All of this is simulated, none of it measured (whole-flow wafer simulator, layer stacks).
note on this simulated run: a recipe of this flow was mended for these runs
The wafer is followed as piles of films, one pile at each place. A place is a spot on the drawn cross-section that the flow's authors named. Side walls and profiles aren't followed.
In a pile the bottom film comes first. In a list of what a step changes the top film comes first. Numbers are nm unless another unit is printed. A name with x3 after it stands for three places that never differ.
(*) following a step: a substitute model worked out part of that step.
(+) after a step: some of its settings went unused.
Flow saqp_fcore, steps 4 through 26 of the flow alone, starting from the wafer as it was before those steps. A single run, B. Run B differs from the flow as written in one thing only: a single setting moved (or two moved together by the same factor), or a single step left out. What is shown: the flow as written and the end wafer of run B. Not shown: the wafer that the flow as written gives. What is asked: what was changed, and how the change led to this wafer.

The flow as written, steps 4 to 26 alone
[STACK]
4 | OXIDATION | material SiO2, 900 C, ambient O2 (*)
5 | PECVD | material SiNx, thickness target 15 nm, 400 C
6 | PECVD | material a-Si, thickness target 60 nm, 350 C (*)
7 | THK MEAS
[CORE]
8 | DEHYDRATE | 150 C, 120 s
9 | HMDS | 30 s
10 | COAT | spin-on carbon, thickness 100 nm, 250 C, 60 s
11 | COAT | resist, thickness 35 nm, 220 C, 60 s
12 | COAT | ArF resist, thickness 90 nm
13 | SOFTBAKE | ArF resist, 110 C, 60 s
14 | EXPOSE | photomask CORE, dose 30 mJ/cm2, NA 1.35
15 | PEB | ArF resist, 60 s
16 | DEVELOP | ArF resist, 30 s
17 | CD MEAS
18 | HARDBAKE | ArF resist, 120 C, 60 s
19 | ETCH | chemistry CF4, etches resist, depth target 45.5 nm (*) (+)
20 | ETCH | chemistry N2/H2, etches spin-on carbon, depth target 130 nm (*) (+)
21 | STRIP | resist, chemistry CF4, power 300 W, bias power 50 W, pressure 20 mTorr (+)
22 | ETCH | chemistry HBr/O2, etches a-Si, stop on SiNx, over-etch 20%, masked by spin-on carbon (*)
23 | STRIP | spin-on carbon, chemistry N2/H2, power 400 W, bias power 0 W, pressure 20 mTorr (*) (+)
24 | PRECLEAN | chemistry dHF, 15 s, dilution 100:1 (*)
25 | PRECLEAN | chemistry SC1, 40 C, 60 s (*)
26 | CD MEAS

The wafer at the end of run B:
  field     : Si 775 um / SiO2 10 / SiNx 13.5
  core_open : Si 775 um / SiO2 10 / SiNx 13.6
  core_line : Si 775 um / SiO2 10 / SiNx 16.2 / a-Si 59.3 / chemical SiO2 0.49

What caused this: step 5, PECVD: thickness target 16.2 nm was run, though the flow has thickness target 15 nm.
One can read it off the wafer: core_line has SiNx 16.2, and step 5 as written asks for 15 nm.

The path from the change to this, step by step:
  5 | PECVD | material SiNx, thickness target 15 nm, 400 C
      field, core_open, core_line: +16.2 SiNx (new film) (it would be, as written: +15 SiNx (new film))
